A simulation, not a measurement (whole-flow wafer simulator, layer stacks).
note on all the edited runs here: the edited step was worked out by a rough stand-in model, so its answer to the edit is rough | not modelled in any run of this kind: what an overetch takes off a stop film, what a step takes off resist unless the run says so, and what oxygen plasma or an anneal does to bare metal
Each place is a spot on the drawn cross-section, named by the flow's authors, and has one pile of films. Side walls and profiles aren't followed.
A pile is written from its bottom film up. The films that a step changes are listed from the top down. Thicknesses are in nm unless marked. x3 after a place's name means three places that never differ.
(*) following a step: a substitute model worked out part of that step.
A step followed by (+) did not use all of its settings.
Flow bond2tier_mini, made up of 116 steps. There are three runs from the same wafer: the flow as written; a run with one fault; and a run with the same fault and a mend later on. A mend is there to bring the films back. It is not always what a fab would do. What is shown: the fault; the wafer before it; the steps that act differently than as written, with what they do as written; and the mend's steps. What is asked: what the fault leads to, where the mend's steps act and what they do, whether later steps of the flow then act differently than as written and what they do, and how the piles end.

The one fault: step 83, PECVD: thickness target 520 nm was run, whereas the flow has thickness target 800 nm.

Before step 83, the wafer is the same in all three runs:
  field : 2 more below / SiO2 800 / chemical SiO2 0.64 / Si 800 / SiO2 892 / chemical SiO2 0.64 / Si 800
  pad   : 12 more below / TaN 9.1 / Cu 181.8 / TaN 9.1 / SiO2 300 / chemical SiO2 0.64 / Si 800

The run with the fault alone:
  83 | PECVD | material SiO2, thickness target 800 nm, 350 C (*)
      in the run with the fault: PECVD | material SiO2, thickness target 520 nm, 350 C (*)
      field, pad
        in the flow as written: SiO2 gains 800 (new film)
        in the run with the fault: SiO2 gains 520 (new film)
  Later steps of the flow acting differently than as written:
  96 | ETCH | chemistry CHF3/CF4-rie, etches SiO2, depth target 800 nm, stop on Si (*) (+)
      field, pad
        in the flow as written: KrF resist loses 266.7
        in the run with the fault: KrF resist loses 241.5
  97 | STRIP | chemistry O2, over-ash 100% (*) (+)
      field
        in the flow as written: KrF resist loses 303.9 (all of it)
        in the run with the fault: KrF resist loses 329.1 (all of it)
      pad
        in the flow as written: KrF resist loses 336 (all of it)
        in the run with the fault: KrF resist loses 361.1 (all of it)
  By the end, the piles at field, pad depart from the flow's by more than 2% or 0.5 nm, whichever is larger.
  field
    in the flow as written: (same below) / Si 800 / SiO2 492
    in the run with the fault: (same below) / Si 800 / SiO2 212
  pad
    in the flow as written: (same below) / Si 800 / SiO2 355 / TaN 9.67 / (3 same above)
    in the run with the fault: (same below) / Si 800 / SiO2 75 / TaN 9.67 / (3 same above)

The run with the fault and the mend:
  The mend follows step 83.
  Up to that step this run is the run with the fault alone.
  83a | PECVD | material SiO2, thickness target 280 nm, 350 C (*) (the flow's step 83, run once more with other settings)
      field, pad
        SiO2 gains 280
  Later steps of the flow that are run all act as written at every place that is followed.
  By the end, the piles equal the flow's at every place that both follow.
